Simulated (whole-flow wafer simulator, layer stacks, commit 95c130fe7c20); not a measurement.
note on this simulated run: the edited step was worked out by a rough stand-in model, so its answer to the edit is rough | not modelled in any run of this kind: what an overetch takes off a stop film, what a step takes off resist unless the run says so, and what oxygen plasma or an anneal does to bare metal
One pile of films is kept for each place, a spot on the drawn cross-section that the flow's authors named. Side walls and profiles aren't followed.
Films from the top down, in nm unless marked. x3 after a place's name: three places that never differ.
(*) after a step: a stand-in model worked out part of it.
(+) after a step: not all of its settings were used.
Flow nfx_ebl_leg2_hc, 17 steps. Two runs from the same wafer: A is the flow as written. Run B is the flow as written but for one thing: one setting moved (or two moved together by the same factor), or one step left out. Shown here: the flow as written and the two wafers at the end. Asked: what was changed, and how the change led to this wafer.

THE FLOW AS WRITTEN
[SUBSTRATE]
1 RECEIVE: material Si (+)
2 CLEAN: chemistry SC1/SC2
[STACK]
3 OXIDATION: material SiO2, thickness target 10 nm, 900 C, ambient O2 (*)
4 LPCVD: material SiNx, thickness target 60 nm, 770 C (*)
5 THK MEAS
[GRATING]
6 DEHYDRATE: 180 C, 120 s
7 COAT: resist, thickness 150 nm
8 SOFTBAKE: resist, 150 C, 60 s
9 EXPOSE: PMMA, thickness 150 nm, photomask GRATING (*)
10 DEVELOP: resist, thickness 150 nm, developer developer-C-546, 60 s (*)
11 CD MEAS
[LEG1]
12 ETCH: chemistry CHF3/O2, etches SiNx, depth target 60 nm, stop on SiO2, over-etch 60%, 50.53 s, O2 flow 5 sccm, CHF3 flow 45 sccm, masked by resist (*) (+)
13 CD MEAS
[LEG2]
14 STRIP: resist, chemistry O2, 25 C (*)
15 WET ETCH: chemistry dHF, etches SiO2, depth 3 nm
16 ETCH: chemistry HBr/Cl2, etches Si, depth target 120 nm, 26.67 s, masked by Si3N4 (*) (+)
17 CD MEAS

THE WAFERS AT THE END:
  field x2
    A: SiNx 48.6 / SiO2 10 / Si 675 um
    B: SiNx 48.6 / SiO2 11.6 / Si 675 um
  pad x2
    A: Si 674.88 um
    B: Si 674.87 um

The cause: step 3, OXIDATION: thickness target 11.6 nm was run, where the flow has thickness target 10 nm.
It can be read off the wafer: field x2 has SiO2 11.6, and step 3 as written asks for 10 nm.

How the change led to this, step by step:
  3 OXIDATION: material SiO2, thickness target 10 nm, 900 C, ambient O2 (*)
      field x2, pad x2: A SiO2 +10 (new film), chemical SiO2 -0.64 (all of it), Si -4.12 | B SiO2 +11.6 (new film), chemical SiO2 -0.64 (all of it), Si -4.82
  12 ETCH: chemistry CHF3/O2, etches SiNx, depth target 60 nm, stop on SiO2, over-etch 60%, 50.53 s, O2 flow 5 sccm, CHF3 flow 45 sccm, masked by resist (*) (+)
      pad x2: A SiNx -60 (all of it), SiO2 -10 (all of it) | B SiNx -60 (all of it), SiO2 -11.6 (all of it)
